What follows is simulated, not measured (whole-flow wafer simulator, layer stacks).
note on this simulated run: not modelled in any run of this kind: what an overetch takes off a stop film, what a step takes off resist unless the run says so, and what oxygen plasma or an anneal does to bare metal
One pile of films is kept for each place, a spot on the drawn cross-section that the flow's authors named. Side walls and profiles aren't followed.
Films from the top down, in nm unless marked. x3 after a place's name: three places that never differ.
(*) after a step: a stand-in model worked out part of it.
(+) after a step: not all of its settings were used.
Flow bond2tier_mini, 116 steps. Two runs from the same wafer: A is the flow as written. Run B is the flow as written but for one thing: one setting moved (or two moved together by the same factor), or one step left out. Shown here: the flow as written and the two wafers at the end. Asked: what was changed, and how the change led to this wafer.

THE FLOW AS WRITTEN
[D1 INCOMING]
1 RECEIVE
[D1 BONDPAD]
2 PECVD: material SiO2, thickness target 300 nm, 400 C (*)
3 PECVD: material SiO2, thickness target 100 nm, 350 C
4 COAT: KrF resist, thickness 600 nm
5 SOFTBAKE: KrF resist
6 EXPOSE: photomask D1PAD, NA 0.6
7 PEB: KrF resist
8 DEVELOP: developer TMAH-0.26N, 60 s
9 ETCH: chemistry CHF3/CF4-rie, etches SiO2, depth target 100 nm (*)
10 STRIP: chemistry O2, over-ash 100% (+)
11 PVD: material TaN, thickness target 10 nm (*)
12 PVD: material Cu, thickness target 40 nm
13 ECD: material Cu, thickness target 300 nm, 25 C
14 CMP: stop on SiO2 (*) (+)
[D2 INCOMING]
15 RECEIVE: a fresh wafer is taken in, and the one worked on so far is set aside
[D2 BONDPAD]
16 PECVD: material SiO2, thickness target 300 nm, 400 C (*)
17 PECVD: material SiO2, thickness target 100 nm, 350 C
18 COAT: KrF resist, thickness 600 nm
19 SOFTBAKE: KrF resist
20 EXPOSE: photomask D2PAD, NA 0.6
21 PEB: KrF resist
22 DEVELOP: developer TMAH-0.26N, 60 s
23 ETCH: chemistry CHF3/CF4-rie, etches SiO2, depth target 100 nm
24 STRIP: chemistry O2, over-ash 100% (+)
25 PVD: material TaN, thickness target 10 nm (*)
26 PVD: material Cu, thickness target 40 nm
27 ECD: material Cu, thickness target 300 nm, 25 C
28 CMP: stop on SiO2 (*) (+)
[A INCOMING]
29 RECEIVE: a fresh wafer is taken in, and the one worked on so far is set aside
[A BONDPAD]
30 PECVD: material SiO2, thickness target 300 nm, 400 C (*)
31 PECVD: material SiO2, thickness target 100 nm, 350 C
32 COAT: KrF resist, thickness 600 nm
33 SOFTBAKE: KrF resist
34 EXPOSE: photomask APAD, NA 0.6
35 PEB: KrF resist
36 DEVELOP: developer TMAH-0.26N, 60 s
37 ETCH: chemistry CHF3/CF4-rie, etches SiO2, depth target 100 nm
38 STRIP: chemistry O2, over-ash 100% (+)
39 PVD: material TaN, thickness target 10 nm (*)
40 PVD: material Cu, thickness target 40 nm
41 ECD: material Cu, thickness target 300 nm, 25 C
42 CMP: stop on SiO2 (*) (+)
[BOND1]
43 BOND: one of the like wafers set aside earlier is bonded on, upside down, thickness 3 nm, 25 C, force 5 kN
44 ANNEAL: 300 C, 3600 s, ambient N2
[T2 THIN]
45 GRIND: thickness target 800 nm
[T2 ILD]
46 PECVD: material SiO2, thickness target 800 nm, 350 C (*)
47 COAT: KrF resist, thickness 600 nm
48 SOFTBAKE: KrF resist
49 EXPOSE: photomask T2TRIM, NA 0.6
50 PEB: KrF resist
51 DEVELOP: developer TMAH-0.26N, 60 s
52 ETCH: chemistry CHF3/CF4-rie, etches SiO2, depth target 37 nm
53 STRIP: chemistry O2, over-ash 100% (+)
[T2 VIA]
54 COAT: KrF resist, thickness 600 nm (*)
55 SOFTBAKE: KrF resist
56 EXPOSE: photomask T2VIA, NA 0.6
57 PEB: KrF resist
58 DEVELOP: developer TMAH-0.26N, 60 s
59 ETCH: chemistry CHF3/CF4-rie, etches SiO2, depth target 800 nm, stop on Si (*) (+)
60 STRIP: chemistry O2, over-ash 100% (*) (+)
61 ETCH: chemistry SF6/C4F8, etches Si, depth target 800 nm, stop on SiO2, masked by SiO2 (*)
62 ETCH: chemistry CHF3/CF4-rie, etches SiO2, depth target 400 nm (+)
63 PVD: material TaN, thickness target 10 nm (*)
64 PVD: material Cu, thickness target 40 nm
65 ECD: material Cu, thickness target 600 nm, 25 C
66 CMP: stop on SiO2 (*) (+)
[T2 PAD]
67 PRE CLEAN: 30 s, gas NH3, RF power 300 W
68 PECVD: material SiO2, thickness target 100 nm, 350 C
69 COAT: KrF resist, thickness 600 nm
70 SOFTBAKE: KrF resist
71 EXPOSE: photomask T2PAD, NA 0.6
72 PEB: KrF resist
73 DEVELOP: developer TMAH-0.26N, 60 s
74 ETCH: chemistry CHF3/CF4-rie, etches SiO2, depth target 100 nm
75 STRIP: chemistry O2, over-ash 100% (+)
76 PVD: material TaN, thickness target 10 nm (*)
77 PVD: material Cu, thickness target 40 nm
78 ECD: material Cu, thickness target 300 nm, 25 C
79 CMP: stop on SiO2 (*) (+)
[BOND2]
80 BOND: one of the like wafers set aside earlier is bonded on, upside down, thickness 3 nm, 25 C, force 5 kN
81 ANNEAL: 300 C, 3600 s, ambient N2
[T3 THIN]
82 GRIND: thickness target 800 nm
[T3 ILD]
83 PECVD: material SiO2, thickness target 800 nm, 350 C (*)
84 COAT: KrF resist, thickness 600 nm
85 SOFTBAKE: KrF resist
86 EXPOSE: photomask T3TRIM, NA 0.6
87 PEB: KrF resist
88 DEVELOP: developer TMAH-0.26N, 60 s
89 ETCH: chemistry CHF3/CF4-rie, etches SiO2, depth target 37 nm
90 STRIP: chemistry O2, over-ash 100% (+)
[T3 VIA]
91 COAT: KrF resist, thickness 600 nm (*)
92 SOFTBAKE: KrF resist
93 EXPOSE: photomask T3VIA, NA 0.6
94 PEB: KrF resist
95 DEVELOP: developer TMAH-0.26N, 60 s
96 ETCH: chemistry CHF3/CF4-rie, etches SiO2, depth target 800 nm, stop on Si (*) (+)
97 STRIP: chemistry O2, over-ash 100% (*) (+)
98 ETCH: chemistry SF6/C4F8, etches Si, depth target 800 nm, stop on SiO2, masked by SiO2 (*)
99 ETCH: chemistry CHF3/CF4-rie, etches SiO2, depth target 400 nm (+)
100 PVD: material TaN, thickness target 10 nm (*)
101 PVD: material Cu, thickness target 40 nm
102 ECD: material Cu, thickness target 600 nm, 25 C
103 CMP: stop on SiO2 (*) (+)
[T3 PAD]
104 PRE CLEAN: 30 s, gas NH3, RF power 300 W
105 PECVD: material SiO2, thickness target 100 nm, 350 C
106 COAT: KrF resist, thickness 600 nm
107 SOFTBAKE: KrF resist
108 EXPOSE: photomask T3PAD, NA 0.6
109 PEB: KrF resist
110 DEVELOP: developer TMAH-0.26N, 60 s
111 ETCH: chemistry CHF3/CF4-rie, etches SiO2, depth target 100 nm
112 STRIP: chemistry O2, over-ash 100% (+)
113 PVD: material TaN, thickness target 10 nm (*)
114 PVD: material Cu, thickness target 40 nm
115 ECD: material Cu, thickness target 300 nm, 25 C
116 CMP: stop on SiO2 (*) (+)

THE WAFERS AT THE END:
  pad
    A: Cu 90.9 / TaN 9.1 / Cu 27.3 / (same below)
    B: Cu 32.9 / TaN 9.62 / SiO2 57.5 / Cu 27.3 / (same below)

The cause: step 111, ETCH: depth target 42.5 nm was run, where the flow has depth target 100 nm.

How the change led to this, step by step:
  111 ETCH: chemistry CHF3/CF4-rie, etches SiO2, depth target 100 nm
      pad: A SiO2 -100 (all of it) | B SiO2 -42.5
      field: A KrF resist -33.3 | B KrF resist -14.2
  112 STRIP: chemistry O2, over-ash 100% (+)
      field: A KrF resist -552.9 (all of it) | B KrF resist -572.1 (all of it)
  113 PVD: material TaN, thickness target 10 nm (*)
      pad: A TaN +9.1 (new film) | B TaN +9.62 (new film)
  114 PVD: material Cu, thickness target 40 nm
      pad: A Cu +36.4 (new film) | B Cu +38.5 (new film)
  115 ECD: material Cu, thickness target 300 nm, 25 C
      pad: A Cu +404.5 | B Cu +344.4
Counting metal films that touch as one body, pad has 4 bodies (between them, from the top down: SiO2 57.5; SiO2 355 / Si 800 / chemical SiO2 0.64 / SiO2 300; SiO2 355 / Si 800 / chemical SiO2 0.64 / SiO2 300); the flow as written gives 3 bodies (between them, from the top down: SiO2 355 / Si 800 / chemical SiO2 0.64 / SiO2 300; SiO2 355 / Si 800 / chemical SiO2 0.64 / SiO2 300).
